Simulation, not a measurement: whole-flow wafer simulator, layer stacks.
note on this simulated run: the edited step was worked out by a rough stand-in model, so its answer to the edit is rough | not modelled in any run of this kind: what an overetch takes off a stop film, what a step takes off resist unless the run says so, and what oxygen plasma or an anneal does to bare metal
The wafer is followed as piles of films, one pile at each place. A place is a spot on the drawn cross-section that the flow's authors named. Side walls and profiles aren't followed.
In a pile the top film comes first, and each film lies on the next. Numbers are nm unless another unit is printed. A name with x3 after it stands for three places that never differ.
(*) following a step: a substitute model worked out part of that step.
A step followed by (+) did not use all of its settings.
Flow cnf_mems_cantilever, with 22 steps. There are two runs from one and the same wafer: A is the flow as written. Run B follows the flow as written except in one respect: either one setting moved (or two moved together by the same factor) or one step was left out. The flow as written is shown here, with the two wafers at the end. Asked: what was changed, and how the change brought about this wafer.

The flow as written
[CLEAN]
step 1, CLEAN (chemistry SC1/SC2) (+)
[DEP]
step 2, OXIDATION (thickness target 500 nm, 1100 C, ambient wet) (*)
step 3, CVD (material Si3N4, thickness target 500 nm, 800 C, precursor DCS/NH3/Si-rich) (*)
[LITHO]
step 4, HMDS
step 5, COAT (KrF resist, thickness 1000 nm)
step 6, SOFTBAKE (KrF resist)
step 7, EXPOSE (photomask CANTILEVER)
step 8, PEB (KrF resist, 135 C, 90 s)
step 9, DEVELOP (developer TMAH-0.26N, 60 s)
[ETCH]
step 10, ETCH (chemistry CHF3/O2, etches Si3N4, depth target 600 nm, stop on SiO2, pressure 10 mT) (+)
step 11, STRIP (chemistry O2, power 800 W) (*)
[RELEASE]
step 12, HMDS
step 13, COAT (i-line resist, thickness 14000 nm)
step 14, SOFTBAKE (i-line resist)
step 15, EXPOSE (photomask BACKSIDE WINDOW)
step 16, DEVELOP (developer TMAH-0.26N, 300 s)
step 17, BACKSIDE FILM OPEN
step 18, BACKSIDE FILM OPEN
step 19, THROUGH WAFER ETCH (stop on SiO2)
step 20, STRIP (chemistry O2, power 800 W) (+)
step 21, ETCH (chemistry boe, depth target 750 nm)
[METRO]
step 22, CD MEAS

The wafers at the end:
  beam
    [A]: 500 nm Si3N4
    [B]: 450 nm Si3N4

What caused this: step 3, CVD: thickness target 450 nm was run, while the flow as written has thickness target 500 nm.
One can read it off the wafer: beam has Si3N4 450, and step 3 as written asks for 500 nm.

How this came from the change, step by step:
  step 3, CVD (material Si3N4, thickness target 500 nm, 800 C, precursor DCS/NH3/Si-rich) (*)
      field, beam: A Si3N4 gains 500 (new film) | B Si3N4 gains 450 (new film)
  step 10, ETCH (chemistry CHF3/O2, etches Si3N4, depth target 600 nm, stop on SiO2, pressure 10 mT) (+)
      field: A Si3N4 loses 500 (all of it) | B Si3N4 loses 450 (all of it)
